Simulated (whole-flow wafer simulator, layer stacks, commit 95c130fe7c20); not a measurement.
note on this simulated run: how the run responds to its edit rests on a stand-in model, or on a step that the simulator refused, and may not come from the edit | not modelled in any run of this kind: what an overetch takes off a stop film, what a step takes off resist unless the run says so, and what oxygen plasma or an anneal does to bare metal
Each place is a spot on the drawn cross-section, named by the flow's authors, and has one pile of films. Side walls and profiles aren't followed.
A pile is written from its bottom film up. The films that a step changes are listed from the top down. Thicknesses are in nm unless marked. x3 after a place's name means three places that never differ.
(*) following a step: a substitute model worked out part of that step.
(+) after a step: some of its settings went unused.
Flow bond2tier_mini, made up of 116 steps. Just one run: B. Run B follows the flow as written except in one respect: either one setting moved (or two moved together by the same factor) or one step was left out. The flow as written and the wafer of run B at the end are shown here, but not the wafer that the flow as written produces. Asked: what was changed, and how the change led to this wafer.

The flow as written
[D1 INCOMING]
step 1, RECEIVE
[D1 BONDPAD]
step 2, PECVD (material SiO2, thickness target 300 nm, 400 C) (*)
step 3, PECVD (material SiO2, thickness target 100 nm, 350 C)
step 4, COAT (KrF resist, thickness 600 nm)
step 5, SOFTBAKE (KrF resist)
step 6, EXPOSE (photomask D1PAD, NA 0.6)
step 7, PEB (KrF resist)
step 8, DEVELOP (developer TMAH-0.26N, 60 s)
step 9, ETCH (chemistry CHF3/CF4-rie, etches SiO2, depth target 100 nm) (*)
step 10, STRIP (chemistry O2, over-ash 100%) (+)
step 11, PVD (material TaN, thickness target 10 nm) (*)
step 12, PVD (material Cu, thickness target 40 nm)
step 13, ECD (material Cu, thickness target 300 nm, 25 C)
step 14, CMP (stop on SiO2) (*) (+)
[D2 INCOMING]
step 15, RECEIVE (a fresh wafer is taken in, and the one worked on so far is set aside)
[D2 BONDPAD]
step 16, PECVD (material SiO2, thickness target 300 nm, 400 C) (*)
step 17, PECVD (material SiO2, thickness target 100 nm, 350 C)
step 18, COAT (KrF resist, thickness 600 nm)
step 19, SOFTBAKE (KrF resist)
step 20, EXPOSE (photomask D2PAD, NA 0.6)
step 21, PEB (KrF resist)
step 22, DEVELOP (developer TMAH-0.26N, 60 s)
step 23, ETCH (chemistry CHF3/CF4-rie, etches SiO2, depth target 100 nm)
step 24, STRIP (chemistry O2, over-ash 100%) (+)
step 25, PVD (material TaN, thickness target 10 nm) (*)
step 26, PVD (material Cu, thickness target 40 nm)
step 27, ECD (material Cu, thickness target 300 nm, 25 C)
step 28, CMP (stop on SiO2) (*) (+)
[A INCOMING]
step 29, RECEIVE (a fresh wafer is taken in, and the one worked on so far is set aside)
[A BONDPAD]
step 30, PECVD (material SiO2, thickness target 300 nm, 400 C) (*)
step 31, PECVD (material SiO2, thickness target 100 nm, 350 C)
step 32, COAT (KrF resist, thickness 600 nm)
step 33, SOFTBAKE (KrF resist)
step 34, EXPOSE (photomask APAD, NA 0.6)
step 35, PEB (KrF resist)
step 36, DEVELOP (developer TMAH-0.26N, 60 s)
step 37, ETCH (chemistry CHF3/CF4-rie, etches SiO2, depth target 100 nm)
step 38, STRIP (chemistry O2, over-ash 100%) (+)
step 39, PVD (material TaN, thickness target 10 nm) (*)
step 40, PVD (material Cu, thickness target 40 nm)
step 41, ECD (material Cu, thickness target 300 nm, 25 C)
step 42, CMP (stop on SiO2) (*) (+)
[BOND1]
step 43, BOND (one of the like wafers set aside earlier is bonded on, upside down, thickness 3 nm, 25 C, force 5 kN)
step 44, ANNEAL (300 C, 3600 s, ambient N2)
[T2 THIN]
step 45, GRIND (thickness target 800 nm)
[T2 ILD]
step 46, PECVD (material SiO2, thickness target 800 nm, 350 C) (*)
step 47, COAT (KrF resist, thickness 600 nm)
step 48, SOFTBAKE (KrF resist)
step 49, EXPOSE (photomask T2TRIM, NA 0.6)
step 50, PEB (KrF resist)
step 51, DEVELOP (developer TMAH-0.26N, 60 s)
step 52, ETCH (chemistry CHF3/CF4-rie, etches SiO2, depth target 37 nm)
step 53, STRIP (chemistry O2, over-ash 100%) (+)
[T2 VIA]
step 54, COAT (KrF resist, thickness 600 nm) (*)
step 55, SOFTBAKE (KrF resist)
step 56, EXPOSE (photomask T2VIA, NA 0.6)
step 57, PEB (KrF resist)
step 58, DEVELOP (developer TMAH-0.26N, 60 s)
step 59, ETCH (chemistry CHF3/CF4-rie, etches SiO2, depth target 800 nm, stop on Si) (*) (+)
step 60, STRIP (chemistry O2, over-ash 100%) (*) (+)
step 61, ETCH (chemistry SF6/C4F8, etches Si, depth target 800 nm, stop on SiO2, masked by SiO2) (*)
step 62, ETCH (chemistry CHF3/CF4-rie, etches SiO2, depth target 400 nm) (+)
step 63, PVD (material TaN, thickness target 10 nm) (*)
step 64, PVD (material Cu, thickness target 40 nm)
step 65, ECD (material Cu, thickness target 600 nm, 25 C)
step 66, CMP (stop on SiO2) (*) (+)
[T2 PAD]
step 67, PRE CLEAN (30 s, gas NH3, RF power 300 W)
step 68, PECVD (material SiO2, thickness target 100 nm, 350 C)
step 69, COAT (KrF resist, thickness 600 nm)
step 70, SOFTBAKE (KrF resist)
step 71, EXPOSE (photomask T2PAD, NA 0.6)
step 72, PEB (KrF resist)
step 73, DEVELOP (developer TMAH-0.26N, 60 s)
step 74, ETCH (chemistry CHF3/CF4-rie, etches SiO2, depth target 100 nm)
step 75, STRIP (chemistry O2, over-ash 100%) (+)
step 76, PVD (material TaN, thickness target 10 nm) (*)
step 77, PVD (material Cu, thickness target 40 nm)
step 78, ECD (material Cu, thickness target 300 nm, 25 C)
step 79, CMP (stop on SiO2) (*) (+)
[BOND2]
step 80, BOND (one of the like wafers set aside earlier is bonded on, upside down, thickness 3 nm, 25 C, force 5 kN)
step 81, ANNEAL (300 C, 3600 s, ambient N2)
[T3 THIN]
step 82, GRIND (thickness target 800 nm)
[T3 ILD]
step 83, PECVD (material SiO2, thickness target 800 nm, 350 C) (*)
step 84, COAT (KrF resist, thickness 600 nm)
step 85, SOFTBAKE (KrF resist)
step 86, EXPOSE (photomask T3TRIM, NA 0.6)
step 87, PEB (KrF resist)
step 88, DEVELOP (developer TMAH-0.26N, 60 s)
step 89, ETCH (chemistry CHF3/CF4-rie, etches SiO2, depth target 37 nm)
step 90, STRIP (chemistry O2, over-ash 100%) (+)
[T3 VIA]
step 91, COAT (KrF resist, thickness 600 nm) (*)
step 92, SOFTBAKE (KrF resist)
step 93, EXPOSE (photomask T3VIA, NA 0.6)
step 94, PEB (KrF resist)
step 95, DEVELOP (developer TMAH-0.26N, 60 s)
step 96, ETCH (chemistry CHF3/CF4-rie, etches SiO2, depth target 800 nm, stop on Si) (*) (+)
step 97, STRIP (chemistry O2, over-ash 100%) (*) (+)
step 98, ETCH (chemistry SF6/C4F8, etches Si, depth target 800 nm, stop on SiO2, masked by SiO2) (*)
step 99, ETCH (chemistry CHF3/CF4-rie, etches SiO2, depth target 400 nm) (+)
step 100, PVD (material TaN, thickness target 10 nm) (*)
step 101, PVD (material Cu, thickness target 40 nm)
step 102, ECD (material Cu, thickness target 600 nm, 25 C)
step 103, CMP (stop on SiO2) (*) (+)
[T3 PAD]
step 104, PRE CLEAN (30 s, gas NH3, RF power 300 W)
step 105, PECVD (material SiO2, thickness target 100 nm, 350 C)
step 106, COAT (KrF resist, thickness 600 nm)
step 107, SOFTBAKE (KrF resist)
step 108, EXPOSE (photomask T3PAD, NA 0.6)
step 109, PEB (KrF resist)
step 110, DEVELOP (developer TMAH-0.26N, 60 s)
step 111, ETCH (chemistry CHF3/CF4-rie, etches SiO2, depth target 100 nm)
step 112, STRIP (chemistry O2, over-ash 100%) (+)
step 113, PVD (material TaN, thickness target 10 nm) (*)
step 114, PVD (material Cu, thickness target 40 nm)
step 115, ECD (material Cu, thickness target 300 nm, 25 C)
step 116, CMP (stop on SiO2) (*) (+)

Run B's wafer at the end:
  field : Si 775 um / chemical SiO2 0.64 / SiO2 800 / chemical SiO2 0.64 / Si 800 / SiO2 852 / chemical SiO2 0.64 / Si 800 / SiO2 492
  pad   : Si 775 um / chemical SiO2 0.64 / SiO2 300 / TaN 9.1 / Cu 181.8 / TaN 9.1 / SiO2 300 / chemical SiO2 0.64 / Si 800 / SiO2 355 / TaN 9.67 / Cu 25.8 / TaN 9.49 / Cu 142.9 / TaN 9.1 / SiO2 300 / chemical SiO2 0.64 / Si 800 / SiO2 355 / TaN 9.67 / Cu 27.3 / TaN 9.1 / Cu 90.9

Cause: step 68, PECVD: thickness target 60 nm was run, whereas the flow has thickness target 100 nm.

The path from the change to this, step by step:
  step 68, PECVD (material SiO2, thickness target 100 nm, 350 C)
      field: +60 SiO2 (as written it would have been: +100 SiO2)
      pad: +60 SiO2 (new film) (as written it would have been: +100 SiO2 (new film))
  step 74, ETCH (chemistry CHF3/CF4-rie, etches SiO2, depth target 100 nm)
      pad: -60 SiO2 (all of it), -1.5 Cu (as written it would have been: -100 SiO2 (all of it))
      field: -30 KrF resist (as written it would have been: -33.3 KrF resist)
  step 77, PVD (material Cu, thickness target 40 nm)
      pad: +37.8 Cu (new film) (as written it would have been: +36.4 Cu (new film))
  step 78, ECD (material Cu, thickness target 300 nm, 25 C)
      pad: +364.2 Cu (as written it would have been: +404.5 Cu)
